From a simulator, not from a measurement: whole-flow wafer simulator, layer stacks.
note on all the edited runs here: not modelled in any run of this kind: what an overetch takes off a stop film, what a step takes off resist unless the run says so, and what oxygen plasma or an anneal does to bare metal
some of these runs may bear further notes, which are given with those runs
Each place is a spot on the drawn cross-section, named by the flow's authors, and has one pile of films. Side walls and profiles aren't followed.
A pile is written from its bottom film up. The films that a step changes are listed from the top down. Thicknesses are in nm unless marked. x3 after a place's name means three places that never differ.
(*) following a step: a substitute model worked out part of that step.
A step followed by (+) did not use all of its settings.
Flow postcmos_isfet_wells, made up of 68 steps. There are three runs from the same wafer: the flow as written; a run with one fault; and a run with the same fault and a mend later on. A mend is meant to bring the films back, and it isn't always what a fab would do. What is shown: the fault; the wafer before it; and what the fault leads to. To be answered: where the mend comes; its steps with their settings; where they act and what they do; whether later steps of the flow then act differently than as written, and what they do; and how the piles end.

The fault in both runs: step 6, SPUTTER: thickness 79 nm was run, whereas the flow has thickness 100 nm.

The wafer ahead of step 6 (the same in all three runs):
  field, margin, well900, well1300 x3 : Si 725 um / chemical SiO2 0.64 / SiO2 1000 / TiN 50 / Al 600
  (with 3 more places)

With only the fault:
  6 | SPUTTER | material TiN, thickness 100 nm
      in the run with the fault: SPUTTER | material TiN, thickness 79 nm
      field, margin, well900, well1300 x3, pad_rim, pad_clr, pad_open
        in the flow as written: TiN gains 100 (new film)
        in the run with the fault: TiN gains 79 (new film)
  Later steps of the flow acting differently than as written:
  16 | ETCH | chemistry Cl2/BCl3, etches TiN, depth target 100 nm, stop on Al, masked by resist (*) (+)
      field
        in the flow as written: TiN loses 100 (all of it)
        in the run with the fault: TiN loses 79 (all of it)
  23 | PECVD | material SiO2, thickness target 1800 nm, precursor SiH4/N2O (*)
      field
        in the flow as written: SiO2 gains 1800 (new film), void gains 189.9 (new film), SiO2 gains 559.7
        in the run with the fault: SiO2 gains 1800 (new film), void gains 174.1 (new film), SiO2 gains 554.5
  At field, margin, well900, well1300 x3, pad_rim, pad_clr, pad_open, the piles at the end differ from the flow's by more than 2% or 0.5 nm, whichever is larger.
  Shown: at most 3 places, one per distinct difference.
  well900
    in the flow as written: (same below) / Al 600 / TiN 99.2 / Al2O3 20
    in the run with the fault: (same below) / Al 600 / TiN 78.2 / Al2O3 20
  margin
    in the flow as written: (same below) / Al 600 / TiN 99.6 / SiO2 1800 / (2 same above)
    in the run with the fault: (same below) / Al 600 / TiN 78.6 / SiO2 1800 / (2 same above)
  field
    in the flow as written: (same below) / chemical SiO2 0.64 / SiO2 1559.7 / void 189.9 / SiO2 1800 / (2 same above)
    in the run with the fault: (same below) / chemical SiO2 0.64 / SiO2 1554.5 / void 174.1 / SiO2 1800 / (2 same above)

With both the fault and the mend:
  The mend follows step 6.
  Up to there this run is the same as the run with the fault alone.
  6a | SPUTTER | material TiN, thickness 21 nm (the flow's step 6 again, with other settings)
      field, margin, well900, well1300 x3, pad_rim, pad_clr, pad_open
        TiN gains 21
  Later steps of the flow that are run all act as written at every place that is followed.
  The piles end the same as the flow's at every place that both follow.
